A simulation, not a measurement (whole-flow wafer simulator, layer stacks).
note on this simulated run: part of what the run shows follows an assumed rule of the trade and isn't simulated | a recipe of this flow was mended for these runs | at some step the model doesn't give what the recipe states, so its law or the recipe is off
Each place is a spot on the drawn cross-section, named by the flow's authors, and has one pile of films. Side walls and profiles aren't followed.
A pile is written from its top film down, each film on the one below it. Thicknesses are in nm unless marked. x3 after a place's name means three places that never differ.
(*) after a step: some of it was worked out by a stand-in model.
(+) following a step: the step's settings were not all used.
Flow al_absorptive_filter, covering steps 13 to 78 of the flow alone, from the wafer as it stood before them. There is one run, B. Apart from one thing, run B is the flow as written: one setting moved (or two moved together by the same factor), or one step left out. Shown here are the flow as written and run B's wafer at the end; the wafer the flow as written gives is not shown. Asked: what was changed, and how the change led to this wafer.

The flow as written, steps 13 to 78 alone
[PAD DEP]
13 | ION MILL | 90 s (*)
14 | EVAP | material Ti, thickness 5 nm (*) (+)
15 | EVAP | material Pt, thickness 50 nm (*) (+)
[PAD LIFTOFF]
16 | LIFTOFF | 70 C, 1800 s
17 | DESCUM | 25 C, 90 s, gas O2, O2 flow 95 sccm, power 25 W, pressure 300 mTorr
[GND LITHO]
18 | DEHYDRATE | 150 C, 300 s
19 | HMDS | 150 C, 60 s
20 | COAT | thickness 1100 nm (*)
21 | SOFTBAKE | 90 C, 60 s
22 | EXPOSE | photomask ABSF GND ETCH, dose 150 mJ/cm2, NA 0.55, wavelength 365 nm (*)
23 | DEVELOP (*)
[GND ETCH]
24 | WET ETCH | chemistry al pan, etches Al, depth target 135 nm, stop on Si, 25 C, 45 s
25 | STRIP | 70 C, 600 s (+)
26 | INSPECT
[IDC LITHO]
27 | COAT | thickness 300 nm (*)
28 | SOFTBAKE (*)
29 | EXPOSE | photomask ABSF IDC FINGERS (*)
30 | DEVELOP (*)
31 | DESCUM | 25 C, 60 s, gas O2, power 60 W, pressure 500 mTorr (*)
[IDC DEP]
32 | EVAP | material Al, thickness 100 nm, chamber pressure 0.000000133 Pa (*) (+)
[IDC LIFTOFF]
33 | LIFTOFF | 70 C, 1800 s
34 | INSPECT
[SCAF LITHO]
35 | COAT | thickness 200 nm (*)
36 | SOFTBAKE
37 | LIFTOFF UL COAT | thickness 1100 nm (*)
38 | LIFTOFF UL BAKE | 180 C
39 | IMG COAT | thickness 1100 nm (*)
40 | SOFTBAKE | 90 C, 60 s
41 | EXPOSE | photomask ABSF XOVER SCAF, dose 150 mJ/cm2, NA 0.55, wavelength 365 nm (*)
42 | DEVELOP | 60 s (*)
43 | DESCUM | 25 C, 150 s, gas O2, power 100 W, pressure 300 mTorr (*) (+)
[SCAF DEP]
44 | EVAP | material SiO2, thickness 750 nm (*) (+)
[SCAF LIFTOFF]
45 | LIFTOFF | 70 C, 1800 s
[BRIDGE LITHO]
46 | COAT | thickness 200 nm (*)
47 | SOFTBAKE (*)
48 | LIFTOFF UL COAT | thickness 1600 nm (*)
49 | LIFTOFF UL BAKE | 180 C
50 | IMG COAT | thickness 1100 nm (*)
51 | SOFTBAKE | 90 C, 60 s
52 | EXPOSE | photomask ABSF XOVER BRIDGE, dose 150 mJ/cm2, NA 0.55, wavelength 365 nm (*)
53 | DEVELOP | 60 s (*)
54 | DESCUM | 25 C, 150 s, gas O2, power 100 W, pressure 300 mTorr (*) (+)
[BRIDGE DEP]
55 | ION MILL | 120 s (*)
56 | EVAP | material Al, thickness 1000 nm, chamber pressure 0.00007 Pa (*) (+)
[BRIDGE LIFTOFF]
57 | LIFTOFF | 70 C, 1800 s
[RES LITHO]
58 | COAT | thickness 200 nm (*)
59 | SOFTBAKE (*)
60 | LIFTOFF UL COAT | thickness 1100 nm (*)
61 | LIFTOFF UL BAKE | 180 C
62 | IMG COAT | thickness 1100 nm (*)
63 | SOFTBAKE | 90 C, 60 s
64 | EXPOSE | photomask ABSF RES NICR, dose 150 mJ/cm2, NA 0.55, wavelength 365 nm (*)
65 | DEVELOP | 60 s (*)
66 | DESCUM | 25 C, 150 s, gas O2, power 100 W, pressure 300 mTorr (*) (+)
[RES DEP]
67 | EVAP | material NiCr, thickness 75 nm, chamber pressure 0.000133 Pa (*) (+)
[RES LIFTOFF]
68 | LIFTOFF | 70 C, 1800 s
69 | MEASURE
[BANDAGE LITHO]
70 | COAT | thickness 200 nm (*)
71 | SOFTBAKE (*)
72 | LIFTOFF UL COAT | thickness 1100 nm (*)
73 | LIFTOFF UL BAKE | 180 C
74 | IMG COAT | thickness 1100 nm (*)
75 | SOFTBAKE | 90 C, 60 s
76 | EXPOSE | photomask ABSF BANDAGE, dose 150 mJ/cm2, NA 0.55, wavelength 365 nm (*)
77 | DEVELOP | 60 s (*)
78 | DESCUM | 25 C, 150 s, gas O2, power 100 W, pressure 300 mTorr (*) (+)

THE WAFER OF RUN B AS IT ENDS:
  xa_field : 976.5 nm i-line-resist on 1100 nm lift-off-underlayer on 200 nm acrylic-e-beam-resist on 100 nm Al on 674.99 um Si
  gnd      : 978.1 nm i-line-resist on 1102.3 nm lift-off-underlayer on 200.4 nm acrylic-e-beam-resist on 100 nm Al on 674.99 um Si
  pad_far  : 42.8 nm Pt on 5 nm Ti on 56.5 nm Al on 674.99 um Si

What caused this: step 15, EVAP: thickness 42.8 nm was run, whereas the flow has thickness 50 nm.
One can read it off the wafer: pad_far has Pt 42.8, and step 15 as written asks for 50 nm.

How this came from the change, step by step:
  15 | EVAP | material Pt, thickness 50 nm (*) (+)
      gnd, pad_far, pad_near and 11 more: Pt gains 42.8 (new film) (it would be, as written: Pt gains 50 (new film))
  16 | LIFTOFF | 70 C, 1800 s
      gnd, ledge, res and 9 more: Pt loses 42.8 (all of it), Ti loses 5 (all of it), i-line-resist loses 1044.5 (all of it), lift-off-underlayer loses 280 (all of it) (it would be, as written: Pt loses 50 (all of it), Ti loses 5 (all of it), i-line-resist loses 1044.5 (all of it), lift-off-underlayer loses 280 (all of it))
